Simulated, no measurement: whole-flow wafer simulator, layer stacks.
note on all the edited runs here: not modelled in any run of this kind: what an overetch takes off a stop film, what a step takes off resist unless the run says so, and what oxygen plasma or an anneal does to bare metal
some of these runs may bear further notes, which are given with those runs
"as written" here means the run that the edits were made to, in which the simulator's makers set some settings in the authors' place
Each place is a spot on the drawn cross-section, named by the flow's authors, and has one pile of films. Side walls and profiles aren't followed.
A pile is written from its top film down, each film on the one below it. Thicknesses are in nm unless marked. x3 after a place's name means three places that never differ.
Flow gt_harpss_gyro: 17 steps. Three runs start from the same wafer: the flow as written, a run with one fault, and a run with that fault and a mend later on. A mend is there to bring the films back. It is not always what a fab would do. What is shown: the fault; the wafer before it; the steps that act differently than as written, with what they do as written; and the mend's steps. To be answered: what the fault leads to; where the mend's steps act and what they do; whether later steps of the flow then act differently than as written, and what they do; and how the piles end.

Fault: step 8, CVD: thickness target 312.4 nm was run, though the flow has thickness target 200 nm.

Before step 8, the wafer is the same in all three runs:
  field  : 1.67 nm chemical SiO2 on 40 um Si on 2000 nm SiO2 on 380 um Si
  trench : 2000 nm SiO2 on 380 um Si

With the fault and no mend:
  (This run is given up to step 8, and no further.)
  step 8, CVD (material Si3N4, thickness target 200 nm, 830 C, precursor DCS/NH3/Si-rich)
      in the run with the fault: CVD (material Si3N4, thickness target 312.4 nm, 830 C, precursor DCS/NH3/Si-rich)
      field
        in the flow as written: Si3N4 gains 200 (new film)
        in the run with the fault: Si3N4 gains 312.4 (new film)
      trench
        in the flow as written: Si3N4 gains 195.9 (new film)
        in the run with the fault: Si3N4 gains 305.3 (new film)
  The piles after step 8 differ from the flow's at field, trench by more than 2% or 0.5 nm, whichever is larger.
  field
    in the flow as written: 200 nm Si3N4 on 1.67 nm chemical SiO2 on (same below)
    in the run with the fault: 312.4 nm Si3N4 on 1.67 nm chemical SiO2 on (same below)
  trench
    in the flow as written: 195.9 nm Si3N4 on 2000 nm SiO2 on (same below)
    in the run with the fault: 305.3 nm Si3N4 on 2000 nm SiO2 on (same below)

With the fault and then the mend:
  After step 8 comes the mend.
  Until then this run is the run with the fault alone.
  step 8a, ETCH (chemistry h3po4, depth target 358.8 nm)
      field
        Si3N4 loses 312.4 (all of it)
      trench
        Si3N4 loses 305.3 (all of it)
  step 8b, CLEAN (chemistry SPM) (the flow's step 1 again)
      leaves every film unchanged at each place that is followed
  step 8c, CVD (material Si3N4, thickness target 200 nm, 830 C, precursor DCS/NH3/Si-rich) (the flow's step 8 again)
      field
        Si3N4 gains 200 (new film)
      trench
        Si3N4 gains 195.9 (new film)
  None of the later steps of the flow acts differently than as written at any place that is followed.
  At every place that both follow, the piles at the end match the flow's.
